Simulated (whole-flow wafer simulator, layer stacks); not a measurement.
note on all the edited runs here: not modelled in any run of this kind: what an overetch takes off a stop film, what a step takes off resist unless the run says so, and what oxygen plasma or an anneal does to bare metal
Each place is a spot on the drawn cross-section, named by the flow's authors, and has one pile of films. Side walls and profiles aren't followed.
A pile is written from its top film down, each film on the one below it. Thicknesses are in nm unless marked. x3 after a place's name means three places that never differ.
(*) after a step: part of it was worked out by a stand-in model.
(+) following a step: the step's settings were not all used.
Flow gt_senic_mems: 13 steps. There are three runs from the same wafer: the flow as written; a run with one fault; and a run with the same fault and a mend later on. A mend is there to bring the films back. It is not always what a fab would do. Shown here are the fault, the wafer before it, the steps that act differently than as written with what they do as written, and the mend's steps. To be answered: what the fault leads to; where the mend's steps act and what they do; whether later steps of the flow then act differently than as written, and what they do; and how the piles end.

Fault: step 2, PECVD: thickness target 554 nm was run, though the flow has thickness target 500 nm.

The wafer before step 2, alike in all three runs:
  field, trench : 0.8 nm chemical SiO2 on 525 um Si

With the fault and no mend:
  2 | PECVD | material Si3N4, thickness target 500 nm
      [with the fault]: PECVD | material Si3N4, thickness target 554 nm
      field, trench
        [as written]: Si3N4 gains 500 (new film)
        [with the fault]: Si3N4 gains 554 (new film)
  Later steps of the flow acting differently than as written (not shown: 2 more steps that differ only slightly, by at most 2% or 0.5 nm, whichever is larger):
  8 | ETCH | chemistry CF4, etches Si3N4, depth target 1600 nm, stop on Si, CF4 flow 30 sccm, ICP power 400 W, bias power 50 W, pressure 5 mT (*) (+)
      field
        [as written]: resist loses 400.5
        [with the fault]: resist loses 436.5
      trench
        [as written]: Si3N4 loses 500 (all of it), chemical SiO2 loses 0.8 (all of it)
        [with the fault]: Si3N4 loses 554 (all of it), chemical SiO2 loses 0.8 (all of it)
  By the end, the piles at field depart from the flow's by more than 2% or 0.5 nm, whichever is larger.
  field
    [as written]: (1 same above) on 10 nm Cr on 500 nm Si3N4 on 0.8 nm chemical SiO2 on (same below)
    [with the fault]: (1 same above) on 10 nm Cr on 554 nm Si3N4 on 0.8 nm chemical SiO2 on (same below)

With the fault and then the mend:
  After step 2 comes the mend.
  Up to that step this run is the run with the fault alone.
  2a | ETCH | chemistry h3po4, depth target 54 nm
      field, trench
        Si3N4 loses 54
  None of the later steps of the flow acts differently than as written at any place that is followed.
  The piles end the same as the flow's at every place that both follow.
